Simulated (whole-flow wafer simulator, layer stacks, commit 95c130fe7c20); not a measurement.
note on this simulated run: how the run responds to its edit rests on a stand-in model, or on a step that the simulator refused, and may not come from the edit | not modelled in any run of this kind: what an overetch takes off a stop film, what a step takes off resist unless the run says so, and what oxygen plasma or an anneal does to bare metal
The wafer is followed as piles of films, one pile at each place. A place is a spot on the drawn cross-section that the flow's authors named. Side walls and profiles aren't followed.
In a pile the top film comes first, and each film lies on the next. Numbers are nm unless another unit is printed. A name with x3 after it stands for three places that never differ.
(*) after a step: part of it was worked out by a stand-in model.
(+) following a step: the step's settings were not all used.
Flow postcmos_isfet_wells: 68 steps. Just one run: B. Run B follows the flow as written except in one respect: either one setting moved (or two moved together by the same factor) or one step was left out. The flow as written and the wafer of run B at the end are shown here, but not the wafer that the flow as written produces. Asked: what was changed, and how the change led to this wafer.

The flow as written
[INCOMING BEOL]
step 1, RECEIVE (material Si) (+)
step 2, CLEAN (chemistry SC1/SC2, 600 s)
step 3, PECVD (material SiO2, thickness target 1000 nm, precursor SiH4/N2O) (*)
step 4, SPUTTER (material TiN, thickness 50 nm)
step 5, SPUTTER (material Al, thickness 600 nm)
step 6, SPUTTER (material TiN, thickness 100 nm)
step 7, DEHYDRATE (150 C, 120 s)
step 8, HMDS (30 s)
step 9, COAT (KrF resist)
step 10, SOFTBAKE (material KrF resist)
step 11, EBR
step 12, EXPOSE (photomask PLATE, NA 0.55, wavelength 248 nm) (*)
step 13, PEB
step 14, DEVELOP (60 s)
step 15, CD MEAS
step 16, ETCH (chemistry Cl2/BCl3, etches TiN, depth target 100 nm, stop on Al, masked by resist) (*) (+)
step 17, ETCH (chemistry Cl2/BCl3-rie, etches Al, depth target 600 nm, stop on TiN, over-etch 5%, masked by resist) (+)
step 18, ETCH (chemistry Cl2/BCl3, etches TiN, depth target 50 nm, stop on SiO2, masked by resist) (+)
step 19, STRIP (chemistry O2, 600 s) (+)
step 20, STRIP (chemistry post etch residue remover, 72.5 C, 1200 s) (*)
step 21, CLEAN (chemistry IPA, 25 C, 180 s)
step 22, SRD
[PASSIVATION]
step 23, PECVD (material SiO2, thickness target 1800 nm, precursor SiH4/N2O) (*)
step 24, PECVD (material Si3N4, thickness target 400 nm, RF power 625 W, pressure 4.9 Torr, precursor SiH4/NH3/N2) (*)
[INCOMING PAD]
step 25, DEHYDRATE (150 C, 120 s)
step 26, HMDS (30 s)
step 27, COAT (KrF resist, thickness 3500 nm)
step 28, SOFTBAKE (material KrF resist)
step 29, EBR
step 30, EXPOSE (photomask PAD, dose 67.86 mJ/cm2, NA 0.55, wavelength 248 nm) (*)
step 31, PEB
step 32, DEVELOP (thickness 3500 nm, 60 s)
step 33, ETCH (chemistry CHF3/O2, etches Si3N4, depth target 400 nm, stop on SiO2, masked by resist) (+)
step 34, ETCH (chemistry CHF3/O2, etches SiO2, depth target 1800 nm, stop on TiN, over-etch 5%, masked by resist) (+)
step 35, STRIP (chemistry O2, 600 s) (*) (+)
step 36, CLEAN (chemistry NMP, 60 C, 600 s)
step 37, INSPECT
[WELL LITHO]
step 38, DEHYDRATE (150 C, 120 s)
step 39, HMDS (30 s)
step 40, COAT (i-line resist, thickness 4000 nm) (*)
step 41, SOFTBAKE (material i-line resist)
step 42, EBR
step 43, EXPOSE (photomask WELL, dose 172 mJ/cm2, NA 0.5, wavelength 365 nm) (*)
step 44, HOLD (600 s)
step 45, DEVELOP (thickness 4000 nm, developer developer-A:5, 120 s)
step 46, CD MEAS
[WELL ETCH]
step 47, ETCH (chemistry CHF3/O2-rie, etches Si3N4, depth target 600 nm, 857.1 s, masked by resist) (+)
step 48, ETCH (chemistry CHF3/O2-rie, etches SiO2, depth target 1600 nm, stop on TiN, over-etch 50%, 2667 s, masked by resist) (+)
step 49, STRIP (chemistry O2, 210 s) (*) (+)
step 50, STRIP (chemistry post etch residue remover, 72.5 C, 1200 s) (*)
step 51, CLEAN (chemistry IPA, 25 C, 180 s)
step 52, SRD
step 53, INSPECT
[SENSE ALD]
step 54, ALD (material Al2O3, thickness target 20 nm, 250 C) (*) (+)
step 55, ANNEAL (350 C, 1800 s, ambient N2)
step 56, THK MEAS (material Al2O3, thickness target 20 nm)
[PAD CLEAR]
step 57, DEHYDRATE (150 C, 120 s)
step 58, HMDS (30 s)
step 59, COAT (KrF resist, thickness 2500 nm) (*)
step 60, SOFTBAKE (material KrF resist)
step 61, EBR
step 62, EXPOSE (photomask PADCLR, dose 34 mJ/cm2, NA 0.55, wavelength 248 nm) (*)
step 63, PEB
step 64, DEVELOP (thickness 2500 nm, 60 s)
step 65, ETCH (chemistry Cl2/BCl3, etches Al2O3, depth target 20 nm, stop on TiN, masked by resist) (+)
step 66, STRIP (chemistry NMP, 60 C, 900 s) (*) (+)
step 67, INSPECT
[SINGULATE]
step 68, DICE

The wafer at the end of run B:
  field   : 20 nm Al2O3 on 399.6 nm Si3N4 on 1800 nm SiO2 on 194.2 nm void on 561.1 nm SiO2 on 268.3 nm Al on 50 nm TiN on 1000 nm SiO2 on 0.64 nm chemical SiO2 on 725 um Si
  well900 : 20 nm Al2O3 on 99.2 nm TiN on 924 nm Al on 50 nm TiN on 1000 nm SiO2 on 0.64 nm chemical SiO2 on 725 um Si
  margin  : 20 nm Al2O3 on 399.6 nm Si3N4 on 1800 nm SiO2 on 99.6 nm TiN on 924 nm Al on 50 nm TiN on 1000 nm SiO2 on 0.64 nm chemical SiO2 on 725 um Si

The reason: step 5, SPUTTER: thickness 924 nm was run, though the flow has thickness 600 nm.
The wafer lets one read it off: well900 has Al 924, and step 5 as written asks for 600 nm.

The path from the change to this, step by step:
  step 5, SPUTTER (material Al, thickness 600 nm)
      field, margin, well900, well1300 x3, pad_rim, pad_clr, pad_open: Al gains 924 (new film) (as written it would have been: Al gains 600 (new film))
  step 17, ETCH (chemistry Cl2/BCl3-rie, etches Al, depth target 600 nm, stop on TiN, over-etch 5%, masked by resist) (+)
      field: Al loses 600 (as written it would have been: Al loses 600 (all of it))
  step 18, ETCH (chemistry Cl2/BCl3, etches TiN, depth target 50 nm, stop on SiO2, masked by resist) (+)
      field: Al loses 50 (as written it would have been: TiN loses 50 (all of it))
  step 20, STRIP (chemistry post etch residue remover, 72.5 C, 1200 s) (*)
      field: Al loses 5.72 (as written it would have been: nothing)
  step 23, PECVD (material SiO2, thickness target 1800 nm, precursor SiH4/N2O) (*)
      field: SiO2 gains 1800 (new film), void gains 194.2 (new film), SiO2 gains 561.1 (new film) (as written it would have been: SiO2 gains 1800 (new film), void gains 189.9 (new film), SiO2 gains 559.7)
With metal films that touch counted as one body, field has 1 body; the flow as written gives 0 bodies.
